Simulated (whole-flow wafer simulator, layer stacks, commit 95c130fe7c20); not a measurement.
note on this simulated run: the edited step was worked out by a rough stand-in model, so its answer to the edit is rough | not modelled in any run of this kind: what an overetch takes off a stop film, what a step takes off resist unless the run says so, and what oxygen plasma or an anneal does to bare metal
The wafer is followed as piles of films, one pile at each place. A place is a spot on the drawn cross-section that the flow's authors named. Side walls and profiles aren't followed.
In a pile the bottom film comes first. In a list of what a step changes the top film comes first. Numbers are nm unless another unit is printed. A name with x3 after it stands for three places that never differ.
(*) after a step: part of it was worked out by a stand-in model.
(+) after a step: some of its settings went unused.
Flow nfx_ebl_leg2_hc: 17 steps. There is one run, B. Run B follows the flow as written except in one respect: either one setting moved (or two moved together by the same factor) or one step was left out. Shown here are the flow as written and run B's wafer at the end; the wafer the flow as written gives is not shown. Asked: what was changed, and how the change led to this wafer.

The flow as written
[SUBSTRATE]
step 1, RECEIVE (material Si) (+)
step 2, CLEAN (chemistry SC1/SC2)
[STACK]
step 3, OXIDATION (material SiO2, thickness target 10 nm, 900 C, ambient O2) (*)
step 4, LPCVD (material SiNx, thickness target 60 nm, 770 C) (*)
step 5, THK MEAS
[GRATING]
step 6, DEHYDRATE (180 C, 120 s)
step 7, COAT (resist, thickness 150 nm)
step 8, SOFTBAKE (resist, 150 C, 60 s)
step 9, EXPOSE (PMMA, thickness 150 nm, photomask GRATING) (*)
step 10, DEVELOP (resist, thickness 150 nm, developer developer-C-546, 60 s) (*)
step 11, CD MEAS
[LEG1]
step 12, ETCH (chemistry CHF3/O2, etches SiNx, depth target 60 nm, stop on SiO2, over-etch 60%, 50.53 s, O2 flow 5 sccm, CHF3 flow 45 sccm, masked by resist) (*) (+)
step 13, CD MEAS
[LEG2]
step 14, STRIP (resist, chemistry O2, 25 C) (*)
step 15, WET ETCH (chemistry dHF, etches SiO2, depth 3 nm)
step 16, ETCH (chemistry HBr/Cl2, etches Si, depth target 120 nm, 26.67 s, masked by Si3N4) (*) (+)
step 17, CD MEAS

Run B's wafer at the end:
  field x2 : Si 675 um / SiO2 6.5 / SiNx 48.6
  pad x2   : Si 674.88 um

The reason: step 3, OXIDATION: thickness target 6.5 nm was run, whereas the flow has thickness target 10 nm.
The wafer itself shows it: field x2 has SiO2 6.5, and step 3 as written asks for 10 nm.

How this came from the change, step by step:
  step 3, OXIDATION (material SiO2, thickness target 10 nm, 900 C, ambient O2) (*)
      field x2, pad x2: SiO2 gains 6.5 (new film), chemical SiO2 loses 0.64 (all of it), Si loses 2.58 (as written it would have been: SiO2 gains 10 (new film), chemical SiO2 loses 0.64 (all of it), Si loses 4.12)
  step 12, ETCH (chemistry CHF3/O2, etches SiNx, depth target 60 nm, stop on SiO2, over-etch 60%, 50.53 s, O2 flow 5 sccm, CHF3 flow 45 sccm, masked by resist) (*) (+)
      pad x2: SiNx loses 60 (all of it), SiO2 loses 6.5 (all of it) (as written it would have been: SiNx loses 60 (all of it), SiO2 loses 10 (all of it))
